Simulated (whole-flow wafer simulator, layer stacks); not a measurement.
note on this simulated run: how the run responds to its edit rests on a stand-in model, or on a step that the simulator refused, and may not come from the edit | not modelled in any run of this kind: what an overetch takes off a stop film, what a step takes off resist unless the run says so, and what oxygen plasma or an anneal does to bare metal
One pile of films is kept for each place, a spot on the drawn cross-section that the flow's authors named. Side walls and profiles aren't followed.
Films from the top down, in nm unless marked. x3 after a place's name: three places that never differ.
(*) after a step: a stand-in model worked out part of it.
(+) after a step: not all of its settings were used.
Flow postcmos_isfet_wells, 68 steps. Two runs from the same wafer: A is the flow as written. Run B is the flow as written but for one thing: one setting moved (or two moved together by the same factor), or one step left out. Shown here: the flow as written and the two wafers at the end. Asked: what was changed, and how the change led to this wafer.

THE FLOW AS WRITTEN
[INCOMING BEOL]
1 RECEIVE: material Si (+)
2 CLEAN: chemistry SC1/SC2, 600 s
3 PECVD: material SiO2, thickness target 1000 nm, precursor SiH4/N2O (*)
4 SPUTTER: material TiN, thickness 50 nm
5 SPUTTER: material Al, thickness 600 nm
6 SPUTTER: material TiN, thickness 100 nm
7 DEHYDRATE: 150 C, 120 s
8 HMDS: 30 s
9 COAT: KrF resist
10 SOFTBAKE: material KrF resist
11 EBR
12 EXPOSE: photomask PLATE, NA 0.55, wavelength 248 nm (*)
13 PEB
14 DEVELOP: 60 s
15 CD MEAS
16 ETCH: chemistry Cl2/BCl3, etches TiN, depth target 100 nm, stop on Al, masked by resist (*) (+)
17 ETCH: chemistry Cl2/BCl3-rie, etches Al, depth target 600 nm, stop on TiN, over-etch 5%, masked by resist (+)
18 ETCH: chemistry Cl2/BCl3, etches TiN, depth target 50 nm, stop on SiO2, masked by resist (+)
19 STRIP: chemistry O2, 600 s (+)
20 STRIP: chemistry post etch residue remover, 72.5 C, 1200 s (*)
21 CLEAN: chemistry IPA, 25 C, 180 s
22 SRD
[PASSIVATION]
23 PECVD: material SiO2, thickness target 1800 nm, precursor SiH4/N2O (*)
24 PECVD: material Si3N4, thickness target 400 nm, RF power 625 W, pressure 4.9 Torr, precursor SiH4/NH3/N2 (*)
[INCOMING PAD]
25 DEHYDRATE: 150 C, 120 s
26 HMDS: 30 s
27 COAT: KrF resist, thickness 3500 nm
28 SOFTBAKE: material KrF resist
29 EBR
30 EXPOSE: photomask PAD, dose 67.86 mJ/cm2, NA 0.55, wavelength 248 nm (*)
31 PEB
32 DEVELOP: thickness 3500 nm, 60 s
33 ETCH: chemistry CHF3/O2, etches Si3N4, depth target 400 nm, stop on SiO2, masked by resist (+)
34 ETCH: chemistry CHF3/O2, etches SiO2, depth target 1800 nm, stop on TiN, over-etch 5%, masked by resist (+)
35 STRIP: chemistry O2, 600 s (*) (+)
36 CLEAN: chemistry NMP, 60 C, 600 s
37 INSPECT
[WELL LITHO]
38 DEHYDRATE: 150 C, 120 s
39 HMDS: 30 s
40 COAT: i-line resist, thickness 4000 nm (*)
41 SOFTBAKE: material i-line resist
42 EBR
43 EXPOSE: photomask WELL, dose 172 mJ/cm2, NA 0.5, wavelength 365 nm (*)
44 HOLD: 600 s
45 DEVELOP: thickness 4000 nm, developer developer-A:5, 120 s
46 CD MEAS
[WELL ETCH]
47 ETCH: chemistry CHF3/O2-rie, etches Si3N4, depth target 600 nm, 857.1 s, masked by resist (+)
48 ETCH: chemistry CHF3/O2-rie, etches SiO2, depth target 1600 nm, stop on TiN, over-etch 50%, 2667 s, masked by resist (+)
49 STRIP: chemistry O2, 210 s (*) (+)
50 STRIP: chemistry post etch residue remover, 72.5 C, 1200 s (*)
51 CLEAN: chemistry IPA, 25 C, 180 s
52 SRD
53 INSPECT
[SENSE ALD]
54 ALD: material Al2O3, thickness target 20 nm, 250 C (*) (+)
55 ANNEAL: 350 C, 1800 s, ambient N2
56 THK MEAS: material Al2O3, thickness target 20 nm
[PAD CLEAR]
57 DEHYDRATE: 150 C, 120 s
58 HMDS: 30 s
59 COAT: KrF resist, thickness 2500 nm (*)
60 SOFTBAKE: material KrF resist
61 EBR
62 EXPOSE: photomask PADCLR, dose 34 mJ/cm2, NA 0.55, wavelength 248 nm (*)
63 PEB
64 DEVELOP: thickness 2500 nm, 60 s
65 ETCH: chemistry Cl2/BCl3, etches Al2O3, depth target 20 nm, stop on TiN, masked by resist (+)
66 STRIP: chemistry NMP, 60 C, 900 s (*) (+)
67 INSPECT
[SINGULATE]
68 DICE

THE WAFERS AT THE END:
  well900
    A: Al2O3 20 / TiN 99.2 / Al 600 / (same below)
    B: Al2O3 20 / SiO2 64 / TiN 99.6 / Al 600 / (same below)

The cause: step 48, ETCH: depth target 1024 nm was run, where the flow has depth target 1600 nm; step 48, ETCH: 1707 s was run, where the flow has 2667 s.

How the change led to this, step by step:
  48 ETCH: chemistry CHF3/O2-rie, etches SiO2, depth target 1600 nm, stop on TiN, over-etch 50%, 2667 s, masked by resist (+)
      well900, well1300 x3: A SiO2 -1600 (all of it) | B SiO2 -1536
      field, margin, pad_rim, pad_clr, pad_open: A i-line resist -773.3 | B i-line resist -494.9
  49 STRIP: chemistry O2, 210 s (*) (+)
      field, margin, pad_rim: A i-line resist -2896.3 (all of it) | B i-line resist -3174.7 (all of it)
      pad_clr: A i-line resist -1996.5 (all of it) | B i-line resist -2274.9 (all of it)
      (and at 1 more place)
  59 COAT: KrF resist, thickness 2500 nm (*)
      field: A KrF resist +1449 (new film) | B KrF resist +1479.8 (new film)
      margin: A KrF resist +1448.9 (new film) | B KrF resist +1479.7 (new film)
  66 STRIP: chemistry NMP, 60 C, 900 s (*) (+)
      field: A KrF resist -1400.1 (all of it) | B KrF resist -1430.7 (all of it)
      margin: A KrF resist -1400.1 (all of it) | B KrF resist -1430.6 (all of it)
